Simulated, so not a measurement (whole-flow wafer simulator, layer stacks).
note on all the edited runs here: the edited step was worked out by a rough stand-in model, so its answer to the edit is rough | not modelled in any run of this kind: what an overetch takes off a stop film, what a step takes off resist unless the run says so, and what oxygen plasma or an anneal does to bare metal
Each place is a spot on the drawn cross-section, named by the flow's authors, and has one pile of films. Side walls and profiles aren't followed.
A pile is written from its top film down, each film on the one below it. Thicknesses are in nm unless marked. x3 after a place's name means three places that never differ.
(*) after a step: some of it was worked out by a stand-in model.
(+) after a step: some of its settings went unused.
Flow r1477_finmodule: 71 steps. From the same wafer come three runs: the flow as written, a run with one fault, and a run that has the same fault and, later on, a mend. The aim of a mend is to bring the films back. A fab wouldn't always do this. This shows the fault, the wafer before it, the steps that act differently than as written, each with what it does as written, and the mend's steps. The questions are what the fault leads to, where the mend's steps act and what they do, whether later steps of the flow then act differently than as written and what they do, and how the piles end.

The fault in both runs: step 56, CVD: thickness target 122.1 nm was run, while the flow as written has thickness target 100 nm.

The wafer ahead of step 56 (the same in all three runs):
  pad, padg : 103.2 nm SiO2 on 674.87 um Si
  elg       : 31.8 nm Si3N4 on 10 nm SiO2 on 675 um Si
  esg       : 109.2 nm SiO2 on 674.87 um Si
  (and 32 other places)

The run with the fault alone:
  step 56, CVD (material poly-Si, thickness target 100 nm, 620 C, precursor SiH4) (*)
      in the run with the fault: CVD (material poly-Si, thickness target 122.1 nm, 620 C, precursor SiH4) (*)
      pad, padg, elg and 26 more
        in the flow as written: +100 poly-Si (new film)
        in the run with the fault: +122.1 poly-Si (new film)
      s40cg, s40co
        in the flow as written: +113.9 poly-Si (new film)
        in the run with the fault: +136.4 poly-Si (new film)
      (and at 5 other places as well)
  Later steps of the flow acting differently than as written (not shown: 3 more steps that differ only slightly, by at most 2% or 0.5 nm, whichever is larger):
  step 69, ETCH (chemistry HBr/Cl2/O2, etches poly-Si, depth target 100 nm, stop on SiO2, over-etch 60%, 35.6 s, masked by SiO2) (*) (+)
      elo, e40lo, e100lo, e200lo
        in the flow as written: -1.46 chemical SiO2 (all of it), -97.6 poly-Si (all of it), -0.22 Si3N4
        in the run with the fault: -1.46 chemical SiO2 (all of it), -119.7 poly-Si (all of it)
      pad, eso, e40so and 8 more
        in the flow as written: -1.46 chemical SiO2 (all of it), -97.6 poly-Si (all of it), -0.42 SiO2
        in the run with the fault: -1.46 chemical SiO2 (all of it), -119.7 poly-Si (all of it), -0.2 SiO2
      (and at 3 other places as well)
  At padg, elg, esg and 15 more, the piles at the end differ from the flow's by more than 2% or 0.5 nm, whichever is larger.
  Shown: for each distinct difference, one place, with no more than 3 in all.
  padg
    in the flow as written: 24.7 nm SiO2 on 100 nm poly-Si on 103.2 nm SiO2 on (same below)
    in the run with the fault: 24.7 nm SiO2 on 122.1 nm poly-Si on 103.2 nm SiO2 on (same below)
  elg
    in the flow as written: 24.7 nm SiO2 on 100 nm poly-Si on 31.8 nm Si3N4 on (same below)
    in the run with the fault: 24.7 nm SiO2 on 122.1 nm poly-Si on 31.8 nm Si3N4 on (same below)
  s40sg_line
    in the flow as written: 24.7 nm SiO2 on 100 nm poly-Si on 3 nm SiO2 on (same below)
    in the run with the fault: 24.7 nm SiO2 on 122.1 nm poly-Si on 3 nm SiO2 on (same below)

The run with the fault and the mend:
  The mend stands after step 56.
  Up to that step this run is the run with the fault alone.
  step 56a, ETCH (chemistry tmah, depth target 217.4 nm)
      pad, padg, elg and 26 more
        -122.1 poly-Si (all of it)
      s40cg, s40co
        -136.4 poly-Si (all of it)
      s45cg, s45co
        -135.9 poly-Si (all of it)
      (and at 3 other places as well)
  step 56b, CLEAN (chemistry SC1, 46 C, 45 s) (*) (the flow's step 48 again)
      s40sg_line, s45sg_line, s50sg_line, s40so_line, s45so_line, s50so_line
        -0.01 SiO2
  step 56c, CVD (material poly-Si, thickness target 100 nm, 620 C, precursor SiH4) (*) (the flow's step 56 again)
      pad, padg, elg and 26 more
        +100 poly-Si (new film)
      s40cg, s40co
        +113.9 poly-Si (new film)
      s45cg, s45co
        +113.4 poly-Si (new film)
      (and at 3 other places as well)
  None of the later steps of the flow differs from how it acts as written, at any place that is followed, by more than 2% or 0.5 nm, whichever is larger.
  At the end the piles are close to the flow's at the places that both follow, differing by at most 2% or 0.5 nm, whichever is larger.
